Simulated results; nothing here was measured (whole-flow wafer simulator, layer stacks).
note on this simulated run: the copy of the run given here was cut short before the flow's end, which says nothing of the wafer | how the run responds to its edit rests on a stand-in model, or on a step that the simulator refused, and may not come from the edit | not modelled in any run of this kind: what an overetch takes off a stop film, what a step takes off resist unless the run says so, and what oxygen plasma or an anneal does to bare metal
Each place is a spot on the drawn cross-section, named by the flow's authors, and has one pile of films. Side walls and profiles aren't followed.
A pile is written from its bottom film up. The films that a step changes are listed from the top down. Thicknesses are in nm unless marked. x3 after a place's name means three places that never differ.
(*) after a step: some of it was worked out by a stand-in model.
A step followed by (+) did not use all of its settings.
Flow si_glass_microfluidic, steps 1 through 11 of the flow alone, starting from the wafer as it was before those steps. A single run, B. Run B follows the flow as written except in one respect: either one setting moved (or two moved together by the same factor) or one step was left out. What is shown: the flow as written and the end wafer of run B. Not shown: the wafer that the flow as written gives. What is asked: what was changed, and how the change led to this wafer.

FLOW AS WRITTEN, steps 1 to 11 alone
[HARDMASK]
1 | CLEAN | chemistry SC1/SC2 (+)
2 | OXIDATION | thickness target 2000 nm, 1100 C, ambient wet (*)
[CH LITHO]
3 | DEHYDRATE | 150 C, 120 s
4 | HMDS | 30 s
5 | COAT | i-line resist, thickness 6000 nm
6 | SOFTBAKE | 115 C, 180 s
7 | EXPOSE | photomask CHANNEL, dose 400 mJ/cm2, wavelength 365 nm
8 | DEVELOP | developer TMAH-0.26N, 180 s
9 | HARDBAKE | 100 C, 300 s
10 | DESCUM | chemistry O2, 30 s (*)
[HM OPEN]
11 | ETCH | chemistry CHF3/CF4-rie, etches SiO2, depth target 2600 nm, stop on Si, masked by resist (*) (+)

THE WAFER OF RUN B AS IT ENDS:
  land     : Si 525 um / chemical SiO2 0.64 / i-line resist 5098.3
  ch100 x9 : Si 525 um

The reason: step 2, OXIDATION: thickness target 2000 nm, 1100 C, ambient wet (*), was skipped.

The path from the change to this, step by step:
  11 | ETCH | chemistry CHF3/CF4-rie, etches SiO2, depth target 2600 nm, stop on Si, masked by resist (*) (+)
      ch100 x9: chemical SiO2 loses 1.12 (all of it) (in the flow as written it would be: SiO2 loses 2000 (all of it))
